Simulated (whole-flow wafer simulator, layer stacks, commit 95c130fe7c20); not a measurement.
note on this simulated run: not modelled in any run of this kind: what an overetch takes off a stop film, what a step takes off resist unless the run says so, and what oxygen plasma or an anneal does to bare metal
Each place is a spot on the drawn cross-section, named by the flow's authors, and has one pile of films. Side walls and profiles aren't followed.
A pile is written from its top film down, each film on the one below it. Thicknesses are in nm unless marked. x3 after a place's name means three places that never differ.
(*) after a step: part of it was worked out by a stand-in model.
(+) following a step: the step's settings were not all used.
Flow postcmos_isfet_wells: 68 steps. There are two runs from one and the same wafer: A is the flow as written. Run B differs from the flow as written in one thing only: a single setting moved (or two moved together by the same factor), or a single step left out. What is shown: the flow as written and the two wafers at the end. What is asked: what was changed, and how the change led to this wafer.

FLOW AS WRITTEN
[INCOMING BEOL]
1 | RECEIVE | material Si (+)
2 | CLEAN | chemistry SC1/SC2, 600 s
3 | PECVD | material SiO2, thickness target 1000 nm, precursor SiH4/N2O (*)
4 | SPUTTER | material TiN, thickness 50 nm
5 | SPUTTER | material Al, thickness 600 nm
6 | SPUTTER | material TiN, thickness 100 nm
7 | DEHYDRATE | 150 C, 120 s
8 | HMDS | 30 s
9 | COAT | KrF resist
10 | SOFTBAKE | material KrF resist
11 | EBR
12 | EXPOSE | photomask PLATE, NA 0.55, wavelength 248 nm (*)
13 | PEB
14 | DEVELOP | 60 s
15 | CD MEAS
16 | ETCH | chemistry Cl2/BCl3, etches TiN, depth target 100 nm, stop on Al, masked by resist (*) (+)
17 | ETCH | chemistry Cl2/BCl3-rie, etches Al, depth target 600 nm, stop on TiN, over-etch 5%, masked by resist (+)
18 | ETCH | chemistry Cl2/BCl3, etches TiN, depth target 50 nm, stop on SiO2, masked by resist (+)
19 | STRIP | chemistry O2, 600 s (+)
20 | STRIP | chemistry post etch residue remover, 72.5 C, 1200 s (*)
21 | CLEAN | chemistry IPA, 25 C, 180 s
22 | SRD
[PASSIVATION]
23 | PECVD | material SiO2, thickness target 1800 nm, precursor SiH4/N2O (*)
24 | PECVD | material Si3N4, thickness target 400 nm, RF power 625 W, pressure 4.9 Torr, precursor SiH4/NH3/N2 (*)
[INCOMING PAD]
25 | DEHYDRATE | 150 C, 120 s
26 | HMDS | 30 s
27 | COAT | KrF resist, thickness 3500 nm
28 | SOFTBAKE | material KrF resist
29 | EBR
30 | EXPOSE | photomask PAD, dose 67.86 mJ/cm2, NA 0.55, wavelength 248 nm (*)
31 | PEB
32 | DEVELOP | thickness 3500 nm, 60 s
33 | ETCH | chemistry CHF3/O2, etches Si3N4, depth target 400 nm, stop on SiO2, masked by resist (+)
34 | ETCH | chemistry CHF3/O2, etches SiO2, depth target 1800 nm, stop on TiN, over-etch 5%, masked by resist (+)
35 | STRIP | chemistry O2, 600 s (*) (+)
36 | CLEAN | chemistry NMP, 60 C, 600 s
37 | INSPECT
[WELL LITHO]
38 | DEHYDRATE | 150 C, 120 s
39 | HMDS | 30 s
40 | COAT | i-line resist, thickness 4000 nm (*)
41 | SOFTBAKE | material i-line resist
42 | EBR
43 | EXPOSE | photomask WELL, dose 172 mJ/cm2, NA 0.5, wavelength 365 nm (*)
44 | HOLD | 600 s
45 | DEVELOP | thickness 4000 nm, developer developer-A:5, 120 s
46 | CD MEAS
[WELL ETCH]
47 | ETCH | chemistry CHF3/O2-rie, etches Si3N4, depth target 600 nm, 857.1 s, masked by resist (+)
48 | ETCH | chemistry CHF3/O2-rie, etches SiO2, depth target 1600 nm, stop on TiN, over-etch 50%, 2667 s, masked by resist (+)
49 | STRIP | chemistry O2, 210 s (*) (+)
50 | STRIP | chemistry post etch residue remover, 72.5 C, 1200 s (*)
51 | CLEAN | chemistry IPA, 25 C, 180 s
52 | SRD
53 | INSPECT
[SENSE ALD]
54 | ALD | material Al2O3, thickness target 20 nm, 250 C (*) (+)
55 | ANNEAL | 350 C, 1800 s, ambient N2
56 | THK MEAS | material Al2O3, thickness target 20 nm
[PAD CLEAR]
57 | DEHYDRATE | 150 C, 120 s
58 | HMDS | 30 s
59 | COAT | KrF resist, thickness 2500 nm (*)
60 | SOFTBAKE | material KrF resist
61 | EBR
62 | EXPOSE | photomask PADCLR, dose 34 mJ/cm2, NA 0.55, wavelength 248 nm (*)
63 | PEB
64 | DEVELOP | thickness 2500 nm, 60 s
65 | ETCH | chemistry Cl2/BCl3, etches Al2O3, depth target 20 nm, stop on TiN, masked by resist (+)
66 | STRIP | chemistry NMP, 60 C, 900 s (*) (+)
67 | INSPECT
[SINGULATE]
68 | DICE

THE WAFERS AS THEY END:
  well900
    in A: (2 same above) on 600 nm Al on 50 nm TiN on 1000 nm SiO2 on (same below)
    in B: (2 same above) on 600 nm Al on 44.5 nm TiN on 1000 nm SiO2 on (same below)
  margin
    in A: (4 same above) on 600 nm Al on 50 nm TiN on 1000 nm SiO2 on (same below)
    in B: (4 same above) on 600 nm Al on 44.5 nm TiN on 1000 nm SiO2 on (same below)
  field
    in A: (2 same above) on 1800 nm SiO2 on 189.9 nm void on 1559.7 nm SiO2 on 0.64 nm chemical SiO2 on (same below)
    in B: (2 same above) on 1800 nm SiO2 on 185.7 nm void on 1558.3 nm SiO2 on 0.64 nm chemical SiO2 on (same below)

What caused this: step 4, SPUTTER: thickness 44.5 nm was run, whereas the flow has thickness 50 nm.
The wafer itself shows it: well900 has TiN 44.5, and step 4 as written asks for 50 nm.

The path from the change to this, step by step:
  4 | SPUTTER | material TiN, thickness 50 nm
      field, margin, well900, well1300 x3, pad_rim, pad_clr, pad_open: A TiN gains 50 (new film) | B TiN gains 44.5 (new film)
  18 | ETCH | chemistry Cl2/BCl3, etches TiN, depth target 50 nm, stop on SiO2, masked by resist (+)
      field: A TiN loses 50 (all of it) | B TiN loses 44.5 (all of it)
  23 | PECVD | material SiO2, thickness target 1800 nm, precursor SiH4/N2O (*)
      field: A SiO2 gains 1800 (new film), void gains 189.9 (new film), SiO2 gains 559.7 | B SiO2 gains 1800 (new film), void gains 185.7 (new film), SiO2 gains 558.3
